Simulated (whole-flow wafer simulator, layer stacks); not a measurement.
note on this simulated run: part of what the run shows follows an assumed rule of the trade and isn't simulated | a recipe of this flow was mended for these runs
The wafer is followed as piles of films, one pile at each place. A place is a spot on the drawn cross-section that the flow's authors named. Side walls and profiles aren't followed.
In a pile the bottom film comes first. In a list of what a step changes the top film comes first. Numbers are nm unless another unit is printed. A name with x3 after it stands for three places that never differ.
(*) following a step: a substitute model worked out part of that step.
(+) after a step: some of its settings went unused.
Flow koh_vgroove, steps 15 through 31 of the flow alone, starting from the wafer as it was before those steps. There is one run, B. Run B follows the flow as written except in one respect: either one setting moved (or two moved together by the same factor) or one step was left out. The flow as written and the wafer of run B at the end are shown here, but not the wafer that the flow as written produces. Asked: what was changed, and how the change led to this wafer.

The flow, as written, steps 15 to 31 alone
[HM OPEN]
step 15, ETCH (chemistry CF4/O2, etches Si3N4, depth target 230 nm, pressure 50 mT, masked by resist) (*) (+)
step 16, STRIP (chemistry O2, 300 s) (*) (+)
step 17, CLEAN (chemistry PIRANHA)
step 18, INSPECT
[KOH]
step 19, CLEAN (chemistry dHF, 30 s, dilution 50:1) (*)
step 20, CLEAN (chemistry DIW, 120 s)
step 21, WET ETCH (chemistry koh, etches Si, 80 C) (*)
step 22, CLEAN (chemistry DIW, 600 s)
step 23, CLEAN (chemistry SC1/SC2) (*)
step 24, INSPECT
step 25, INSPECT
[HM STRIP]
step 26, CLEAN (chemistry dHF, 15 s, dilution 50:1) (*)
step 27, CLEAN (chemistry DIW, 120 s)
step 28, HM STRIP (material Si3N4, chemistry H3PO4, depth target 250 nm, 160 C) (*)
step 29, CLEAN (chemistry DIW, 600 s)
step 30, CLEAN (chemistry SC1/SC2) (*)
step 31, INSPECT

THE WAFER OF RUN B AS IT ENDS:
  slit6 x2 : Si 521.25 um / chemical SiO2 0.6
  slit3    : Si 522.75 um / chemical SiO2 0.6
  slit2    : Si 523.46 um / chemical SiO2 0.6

What caused this: step 15, ETCH: depth target 212.9 nm was run, while the flow as written has depth target 230 nm.

How this came from the change, step by step:
  step 15, ETCH (chemistry CF4/O2, etches Si3N4, depth target 230 nm, pressure 50 mT, masked by resist) (*) (+)
      slit3, slit2, slit6 x2: Si3N4 loses 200 (all of it), chemical SiO2 loses 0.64 (all of it), Si loses 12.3 (in the flow as written it would be: Si3N4 loses 200 (all of it), chemical SiO2 loses 0.64 (all of it), Si loses 29.4)
      field: i-line-resist loses 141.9 (in the flow as written it would be: i-line-resist loses 153.3)
